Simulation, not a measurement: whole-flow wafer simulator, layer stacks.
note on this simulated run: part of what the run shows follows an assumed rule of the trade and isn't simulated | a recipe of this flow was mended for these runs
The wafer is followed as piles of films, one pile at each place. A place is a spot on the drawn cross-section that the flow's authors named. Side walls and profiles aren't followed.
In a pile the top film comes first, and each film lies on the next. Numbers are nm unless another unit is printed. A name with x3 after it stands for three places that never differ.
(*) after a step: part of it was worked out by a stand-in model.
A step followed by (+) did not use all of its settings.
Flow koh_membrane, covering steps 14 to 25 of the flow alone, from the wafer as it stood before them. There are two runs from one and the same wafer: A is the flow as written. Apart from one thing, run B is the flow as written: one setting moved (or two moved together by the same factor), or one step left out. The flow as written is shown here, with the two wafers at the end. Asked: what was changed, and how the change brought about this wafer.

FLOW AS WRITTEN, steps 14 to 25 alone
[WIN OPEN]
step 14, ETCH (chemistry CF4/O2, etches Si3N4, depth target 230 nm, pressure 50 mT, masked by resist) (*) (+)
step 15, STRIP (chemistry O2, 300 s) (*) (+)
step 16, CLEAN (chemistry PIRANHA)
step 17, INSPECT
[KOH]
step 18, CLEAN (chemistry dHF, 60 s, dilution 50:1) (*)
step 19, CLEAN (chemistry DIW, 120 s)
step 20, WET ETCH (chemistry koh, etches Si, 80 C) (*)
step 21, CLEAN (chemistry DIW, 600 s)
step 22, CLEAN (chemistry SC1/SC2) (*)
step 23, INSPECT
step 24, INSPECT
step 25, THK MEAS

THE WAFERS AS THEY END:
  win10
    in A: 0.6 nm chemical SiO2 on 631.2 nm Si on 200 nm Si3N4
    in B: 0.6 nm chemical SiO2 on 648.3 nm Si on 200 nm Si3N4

Cause: step 14, ETCH: depth target 212.9 nm was run, whereas the flow has depth target 230 nm.

Step by step, how the change led to this:
  step 14, ETCH (chemistry CF4/O2, etches Si3N4, depth target 230 nm, pressure 50 mT, masked by resist) (*) (+)
      win20 x4, win10: A -200 Si3N4 (all of it), -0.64 chemical SiO2 (all of it), -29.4 Si | B -200 Si3N4 (all of it), -0.64 chemical SiO2 (all of it), -12.3 Si
      field: A -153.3 i-line-resist | B -141.9 i-line-resist
